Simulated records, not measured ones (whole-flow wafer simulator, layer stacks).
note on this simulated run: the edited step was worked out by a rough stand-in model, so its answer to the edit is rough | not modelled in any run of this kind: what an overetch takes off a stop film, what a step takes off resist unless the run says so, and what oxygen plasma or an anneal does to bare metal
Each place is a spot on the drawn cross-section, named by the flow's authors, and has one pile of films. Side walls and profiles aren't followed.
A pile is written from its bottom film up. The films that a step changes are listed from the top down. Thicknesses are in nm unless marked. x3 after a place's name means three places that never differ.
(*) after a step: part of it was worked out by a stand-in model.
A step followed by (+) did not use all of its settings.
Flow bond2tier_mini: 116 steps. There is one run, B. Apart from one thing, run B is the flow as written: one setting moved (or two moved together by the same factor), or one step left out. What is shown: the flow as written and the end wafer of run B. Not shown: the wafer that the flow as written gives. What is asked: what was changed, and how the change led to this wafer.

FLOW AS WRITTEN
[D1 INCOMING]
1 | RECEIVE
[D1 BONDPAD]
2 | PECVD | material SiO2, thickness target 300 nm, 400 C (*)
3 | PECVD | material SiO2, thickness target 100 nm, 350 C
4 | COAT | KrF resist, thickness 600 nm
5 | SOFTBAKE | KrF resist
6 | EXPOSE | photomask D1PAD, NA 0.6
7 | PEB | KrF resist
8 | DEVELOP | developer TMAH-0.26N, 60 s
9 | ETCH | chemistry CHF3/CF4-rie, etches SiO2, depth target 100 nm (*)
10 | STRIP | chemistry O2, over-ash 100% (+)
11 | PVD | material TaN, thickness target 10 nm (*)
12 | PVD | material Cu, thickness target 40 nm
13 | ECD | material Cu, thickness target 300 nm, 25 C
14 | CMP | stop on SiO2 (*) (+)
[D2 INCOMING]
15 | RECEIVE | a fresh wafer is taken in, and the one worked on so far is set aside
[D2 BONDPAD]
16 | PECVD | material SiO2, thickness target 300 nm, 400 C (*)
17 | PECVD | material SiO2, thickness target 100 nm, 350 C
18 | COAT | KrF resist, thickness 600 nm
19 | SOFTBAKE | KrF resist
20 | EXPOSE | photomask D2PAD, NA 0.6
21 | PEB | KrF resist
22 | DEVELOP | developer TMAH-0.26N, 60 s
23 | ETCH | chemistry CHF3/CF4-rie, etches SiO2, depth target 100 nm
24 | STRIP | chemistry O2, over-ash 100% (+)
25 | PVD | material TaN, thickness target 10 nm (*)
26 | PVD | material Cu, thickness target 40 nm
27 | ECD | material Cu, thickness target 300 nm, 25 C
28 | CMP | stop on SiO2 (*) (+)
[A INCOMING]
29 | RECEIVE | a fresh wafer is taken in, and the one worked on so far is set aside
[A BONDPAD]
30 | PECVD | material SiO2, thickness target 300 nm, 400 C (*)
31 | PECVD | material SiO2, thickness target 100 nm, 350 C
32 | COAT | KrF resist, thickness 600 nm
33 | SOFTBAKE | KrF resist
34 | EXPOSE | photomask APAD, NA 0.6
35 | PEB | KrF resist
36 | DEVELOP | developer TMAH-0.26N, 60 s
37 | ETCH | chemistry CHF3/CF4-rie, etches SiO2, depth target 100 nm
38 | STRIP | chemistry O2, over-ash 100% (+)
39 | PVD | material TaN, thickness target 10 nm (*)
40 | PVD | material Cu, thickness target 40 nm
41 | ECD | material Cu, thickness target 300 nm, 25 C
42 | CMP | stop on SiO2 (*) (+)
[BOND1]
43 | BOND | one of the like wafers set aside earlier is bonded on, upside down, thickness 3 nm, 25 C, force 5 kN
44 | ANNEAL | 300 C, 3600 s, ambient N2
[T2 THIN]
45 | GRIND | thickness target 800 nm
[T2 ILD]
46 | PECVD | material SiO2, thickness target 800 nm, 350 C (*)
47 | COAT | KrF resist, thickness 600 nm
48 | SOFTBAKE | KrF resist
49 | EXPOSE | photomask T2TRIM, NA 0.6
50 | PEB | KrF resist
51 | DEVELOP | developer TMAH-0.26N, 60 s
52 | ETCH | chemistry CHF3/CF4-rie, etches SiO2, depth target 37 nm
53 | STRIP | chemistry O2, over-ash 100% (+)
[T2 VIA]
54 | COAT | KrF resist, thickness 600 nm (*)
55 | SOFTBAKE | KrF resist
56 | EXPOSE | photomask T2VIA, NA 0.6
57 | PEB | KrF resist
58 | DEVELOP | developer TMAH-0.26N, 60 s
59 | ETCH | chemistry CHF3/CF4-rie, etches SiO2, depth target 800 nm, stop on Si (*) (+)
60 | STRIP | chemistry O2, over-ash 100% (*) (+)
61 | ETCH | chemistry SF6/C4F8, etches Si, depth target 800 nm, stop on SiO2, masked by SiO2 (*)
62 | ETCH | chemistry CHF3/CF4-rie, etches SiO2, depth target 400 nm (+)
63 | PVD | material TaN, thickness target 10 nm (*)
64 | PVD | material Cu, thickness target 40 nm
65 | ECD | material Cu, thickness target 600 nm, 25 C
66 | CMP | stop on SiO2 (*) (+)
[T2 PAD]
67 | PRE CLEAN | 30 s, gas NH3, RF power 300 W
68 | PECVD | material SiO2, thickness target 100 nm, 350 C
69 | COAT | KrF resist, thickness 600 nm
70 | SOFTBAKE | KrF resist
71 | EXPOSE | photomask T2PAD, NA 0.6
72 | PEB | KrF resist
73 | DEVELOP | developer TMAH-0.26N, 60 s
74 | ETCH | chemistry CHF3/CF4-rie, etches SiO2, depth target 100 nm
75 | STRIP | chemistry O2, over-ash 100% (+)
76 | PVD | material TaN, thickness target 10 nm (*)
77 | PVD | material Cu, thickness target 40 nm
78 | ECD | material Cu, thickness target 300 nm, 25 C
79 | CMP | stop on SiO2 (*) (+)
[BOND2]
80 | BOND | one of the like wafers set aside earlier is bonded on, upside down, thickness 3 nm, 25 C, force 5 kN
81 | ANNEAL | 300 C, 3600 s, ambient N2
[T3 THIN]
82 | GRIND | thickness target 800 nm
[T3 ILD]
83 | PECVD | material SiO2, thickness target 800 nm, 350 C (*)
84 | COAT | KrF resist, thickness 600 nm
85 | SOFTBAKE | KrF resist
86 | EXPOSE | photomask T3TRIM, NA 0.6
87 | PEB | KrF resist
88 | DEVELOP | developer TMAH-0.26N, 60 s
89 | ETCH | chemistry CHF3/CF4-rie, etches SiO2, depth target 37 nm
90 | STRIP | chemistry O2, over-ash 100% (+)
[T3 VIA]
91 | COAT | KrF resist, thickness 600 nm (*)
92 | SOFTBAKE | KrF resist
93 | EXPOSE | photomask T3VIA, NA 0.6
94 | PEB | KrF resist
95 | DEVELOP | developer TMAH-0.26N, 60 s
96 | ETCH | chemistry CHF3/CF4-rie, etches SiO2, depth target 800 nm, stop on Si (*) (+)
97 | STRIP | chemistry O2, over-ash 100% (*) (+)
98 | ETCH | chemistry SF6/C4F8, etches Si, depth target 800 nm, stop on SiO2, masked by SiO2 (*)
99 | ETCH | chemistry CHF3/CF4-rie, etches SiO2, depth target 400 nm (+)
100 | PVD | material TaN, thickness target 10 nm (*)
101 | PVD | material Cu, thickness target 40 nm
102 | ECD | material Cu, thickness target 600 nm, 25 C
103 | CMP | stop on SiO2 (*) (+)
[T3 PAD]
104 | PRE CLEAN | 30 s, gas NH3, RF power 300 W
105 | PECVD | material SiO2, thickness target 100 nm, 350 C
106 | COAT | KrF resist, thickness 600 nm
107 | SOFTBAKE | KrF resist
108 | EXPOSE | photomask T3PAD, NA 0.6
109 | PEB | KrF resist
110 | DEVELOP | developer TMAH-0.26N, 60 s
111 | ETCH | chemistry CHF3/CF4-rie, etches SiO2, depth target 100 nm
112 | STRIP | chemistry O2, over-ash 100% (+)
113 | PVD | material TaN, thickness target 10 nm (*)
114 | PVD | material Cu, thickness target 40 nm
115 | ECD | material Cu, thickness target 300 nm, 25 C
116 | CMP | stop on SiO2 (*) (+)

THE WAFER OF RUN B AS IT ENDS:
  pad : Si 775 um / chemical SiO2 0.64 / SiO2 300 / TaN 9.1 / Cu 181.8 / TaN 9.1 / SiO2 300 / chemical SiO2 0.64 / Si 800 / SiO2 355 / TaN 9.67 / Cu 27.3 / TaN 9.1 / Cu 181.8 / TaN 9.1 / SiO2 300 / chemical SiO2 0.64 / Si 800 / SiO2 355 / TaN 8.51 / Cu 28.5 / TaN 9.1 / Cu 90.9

The reason: step 100, PVD: thickness target 8.8 nm was run, while the flow as written has thickness target 10 nm.

The path from the change to this, step by step:
  100 | PVD | material TaN, thickness target 10 nm (*)
      field: +8.8 TaN (new film) (it would be, as written: +10 TaN (new film))
      pad: +8.51 TaN (new film) (it would be, as written: +9.67 TaN (new film))
  103 | CMP | stop on SiO2 (*) (+)
      field: -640 Cu (all of it), -8.8 TaN (all of it) (it would be, as written: -640 Cu (all of it), -10 TaN (all of it))
